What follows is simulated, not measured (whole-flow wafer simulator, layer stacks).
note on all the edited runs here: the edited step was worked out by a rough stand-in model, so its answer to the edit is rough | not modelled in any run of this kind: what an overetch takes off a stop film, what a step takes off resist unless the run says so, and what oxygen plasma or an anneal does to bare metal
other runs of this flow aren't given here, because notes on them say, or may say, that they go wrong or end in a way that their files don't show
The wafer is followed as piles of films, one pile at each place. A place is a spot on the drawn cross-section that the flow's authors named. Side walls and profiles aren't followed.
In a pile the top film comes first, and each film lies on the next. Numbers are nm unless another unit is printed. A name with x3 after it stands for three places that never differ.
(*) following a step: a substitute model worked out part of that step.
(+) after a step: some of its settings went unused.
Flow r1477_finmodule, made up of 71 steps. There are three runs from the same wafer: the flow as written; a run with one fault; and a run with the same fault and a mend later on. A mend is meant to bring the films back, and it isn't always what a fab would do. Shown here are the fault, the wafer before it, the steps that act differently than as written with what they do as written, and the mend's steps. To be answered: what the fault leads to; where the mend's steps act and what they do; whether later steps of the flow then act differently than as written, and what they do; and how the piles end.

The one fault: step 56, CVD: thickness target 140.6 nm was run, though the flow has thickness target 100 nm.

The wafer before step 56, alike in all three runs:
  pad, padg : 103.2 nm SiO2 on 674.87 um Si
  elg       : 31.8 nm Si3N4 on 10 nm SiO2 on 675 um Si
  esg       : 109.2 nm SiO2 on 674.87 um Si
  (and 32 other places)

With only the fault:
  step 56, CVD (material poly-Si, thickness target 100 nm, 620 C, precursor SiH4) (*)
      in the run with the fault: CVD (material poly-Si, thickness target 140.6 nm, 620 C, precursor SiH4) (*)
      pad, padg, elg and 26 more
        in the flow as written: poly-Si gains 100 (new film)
        in the run with the fault: poly-Si gains 140.6 (new film)
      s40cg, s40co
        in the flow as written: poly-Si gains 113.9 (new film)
        in the run with the fault: poly-Si gains 155.1 (new film)
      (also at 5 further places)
  Steps further on in the flow that do not act as written (not shown: 2 more steps that differ only slightly, by at most 2% or 0.5 nm, whichever is larger):
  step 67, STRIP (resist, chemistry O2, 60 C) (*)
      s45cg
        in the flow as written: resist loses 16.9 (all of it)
        in the run with the fault: resist loses 16.3 (all of it)
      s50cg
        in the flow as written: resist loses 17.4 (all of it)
        in the run with the fault: resist loses 16.7 (all of it)
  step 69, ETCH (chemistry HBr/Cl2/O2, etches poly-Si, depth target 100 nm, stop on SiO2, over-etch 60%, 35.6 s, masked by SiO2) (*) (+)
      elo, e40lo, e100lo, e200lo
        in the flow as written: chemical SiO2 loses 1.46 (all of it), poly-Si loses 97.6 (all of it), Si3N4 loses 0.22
        in the run with the fault: chemical SiO2 loses 1.46 (all of it), poly-Si loses 138.2 (all of it)
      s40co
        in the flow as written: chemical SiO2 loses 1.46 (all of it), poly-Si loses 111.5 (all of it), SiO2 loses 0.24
        in the run with the fault: chemical SiO2 loses 1.46 (all of it), poly-Si loses 152.7 (all of it)
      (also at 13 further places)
  By the end, the piles at padg, elg, esg and 15 more depart from the flow's by more than 2% or 0.5 nm, whichever is larger.
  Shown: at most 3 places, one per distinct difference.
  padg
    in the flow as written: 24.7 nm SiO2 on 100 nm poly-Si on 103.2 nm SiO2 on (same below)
    in the run with the fault: 24.7 nm SiO2 on 140.6 nm poly-Si on 103.2 nm SiO2 on (same below)
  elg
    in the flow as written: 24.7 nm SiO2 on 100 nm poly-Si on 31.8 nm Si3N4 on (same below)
    in the run with the fault: 24.7 nm SiO2 on 140.6 nm poly-Si on 31.8 nm Si3N4 on (same below)
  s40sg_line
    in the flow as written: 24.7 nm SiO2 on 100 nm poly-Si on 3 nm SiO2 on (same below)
    in the run with the fault: 24.7 nm SiO2 on 140.6 nm poly-Si on 3 nm SiO2 on (same below)

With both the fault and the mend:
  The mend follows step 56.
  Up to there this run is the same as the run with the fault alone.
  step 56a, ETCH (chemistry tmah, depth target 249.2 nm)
      pad, padg, elg and 26 more
        poly-Si loses 140.6 (all of it)
      s40cg, s40co
        poly-Si loses 155.1 (all of it)
      s45cg, s45co
        poly-Si loses 154.7 (all of it)
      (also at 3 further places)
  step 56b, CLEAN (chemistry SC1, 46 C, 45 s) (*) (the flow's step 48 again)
      s40sg_line, s45sg_line, s50sg_line, s40so_line, s45so_line, s50so_line
        SiO2 loses 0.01
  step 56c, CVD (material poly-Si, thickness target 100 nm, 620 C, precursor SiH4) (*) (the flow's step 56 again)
      pad, padg, elg and 26 more
        poly-Si gains 100 (new film)
      s40cg, s40co
        poly-Si gains 113.9 (new film)
      s45cg, s45co
        poly-Si gains 113.4 (new film)
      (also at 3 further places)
  Later steps of the flow that are run all act as written at every place that is followed, up to a difference of at most 2% or 0.5 nm, whichever is larger.
  When the end is reached, the piles differ only a little from the flow's at the places that both follow, at most by 2% or 0.5 nm, whichever is larger.
